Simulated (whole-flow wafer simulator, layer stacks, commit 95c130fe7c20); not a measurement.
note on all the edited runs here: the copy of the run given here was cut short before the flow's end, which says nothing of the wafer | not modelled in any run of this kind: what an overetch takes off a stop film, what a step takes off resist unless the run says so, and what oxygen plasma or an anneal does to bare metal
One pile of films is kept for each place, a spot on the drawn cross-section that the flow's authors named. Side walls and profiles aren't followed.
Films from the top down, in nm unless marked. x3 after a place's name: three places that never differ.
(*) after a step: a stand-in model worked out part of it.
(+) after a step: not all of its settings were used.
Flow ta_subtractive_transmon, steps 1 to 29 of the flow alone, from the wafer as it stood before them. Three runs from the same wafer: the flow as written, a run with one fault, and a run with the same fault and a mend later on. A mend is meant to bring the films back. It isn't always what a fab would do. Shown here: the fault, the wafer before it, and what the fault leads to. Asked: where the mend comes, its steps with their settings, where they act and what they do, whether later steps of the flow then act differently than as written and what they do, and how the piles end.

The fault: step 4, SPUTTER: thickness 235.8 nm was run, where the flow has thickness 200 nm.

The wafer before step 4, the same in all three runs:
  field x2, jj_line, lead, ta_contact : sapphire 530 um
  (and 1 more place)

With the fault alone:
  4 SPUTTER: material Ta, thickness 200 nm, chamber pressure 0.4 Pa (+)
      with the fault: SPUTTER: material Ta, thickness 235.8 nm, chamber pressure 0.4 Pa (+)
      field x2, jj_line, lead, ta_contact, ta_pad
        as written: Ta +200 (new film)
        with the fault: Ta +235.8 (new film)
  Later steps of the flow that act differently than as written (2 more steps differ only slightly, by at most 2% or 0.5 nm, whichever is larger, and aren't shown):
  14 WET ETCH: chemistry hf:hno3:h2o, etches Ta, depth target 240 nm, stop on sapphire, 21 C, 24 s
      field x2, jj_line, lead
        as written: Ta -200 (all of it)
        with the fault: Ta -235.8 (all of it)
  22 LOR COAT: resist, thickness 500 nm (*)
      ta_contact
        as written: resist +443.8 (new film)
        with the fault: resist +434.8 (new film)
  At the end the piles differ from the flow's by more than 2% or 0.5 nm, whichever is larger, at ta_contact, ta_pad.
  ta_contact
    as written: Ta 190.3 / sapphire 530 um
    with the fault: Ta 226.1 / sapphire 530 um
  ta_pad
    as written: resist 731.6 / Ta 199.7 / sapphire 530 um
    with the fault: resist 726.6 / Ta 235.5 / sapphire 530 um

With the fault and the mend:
  The mend comes after step 5.
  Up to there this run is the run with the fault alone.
  5a WET ETCH: chemistry hf:hno3:h2o, etches Ta, depth target 271.2 nm, stop on sapphire, 21 C, 27.12 s
      field x2, jj_line, lead, ta_contact, ta_pad
        Ta -235.8 (all of it)
  5b SPUTTER: material Ta, thickness 200 nm, chamber pressure 0.4 Pa (+) (the flow's step 4 once more)
      field x2, jj_line, lead, ta_contact, ta_pad
        Ta +200 (new film)
  No later step of the flow acts differently than as written at any place that is followed.
  At the end the piles are the same as the flow's at every place that both follow.
